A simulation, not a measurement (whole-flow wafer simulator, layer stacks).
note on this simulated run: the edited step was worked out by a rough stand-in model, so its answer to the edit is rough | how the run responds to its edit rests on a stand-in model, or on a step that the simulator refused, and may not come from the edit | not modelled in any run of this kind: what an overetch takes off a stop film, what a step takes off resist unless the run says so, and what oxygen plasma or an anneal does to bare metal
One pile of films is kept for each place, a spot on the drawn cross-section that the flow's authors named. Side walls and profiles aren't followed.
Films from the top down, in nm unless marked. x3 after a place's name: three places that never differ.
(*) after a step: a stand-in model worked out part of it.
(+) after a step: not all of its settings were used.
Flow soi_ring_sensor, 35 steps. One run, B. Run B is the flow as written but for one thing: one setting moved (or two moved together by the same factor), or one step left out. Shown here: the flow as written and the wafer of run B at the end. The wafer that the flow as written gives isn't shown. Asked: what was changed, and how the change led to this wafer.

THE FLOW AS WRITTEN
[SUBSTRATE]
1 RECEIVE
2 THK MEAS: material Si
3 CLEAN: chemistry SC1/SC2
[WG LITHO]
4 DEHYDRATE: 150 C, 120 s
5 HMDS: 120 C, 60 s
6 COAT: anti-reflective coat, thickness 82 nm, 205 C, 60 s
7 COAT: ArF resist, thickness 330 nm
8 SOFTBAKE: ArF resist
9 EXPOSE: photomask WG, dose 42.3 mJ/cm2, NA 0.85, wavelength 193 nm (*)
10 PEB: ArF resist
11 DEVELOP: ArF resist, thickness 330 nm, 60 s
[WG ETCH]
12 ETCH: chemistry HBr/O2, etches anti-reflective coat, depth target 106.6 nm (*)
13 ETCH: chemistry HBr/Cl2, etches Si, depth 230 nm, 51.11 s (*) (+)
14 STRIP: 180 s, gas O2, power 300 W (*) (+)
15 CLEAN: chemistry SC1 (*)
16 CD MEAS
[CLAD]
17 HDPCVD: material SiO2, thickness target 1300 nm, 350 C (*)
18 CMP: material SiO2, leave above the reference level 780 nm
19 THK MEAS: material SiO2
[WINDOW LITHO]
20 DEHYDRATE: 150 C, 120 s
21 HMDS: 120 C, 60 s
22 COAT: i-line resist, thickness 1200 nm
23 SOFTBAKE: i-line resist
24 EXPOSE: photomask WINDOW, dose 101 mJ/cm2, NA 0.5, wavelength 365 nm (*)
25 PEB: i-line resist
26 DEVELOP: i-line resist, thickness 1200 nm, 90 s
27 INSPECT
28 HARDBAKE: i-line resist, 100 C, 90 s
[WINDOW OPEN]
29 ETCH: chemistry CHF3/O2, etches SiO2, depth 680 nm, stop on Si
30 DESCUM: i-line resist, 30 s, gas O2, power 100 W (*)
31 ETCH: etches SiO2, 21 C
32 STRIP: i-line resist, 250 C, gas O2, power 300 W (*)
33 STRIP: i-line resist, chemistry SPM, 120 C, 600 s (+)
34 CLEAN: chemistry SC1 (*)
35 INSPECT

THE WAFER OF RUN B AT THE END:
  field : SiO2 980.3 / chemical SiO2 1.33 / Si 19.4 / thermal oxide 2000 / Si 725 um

The cause: step 13, ETCH: depth 200 nm was run, where the flow has depth 230 nm; step 13, ETCH: 44.47 s was run, where the flow has 51.11 s.

How the change led to this, step by step:
  13 ETCH: chemistry HBr/Cl2, etches Si, depth 230 nm, 51.11 s (*) (+)
      gap, window, field, gap_clad: Si -200 (as written it would be: Si -220 (all of it), thermal oxide -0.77)
      core, core_clad: ArF resist -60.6 (as written it would be: ArF resist -69.7)
  14 STRIP: 180 s, gas O2, power 300 W (*) (+)
      gap, window, field, gap_clad: chemical SiO2 +1.33 (new film), Si -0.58 (as written it would be: nothing)
      core, core_clad: ArF resist -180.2 (all of it), anti-reflective coat -82 (all of it), chemical SiO2 +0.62, Si -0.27 (as written it would be: ArF resist -171.2 (all of it), anti-reflective coat -82 (all of it), chemical SiO2 +0.63, Si -0.28)
  18 CMP: material SiO2, leave above the reference level 780 nm
      gap, window, field, gap_clad: SiO2 -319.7 (as written it would be: SiO2 -298.2)
